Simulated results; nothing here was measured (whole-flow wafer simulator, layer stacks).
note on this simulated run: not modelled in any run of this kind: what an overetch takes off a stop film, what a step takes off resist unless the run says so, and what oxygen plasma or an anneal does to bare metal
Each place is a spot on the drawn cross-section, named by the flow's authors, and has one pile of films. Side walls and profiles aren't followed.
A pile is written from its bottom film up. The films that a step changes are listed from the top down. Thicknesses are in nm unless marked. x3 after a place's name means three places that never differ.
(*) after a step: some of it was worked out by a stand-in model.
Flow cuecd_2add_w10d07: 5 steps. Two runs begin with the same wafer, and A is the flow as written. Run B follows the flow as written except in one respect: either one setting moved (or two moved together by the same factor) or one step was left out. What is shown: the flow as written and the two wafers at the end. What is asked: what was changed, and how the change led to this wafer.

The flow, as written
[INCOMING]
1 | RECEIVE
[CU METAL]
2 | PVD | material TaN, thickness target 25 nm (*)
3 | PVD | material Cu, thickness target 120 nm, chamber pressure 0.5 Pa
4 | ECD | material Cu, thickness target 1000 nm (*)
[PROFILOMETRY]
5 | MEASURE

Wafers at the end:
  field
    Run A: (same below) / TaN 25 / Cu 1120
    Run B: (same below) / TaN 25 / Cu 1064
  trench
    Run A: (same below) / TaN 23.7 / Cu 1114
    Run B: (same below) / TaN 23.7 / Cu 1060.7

What caused this: step 3, PVD: thickness target 64 nm was run, whereas the flow has thickness target 120 nm.

How this came from the change, step by step:
  3 | PVD | material Cu, thickness target 120 nm, chamber pressure 0.5 Pa
      field: A +120 Cu (new film) | B +64 Cu (new film)
      trench: A +114 Cu (new film) | B +60.7 Cu (new film)
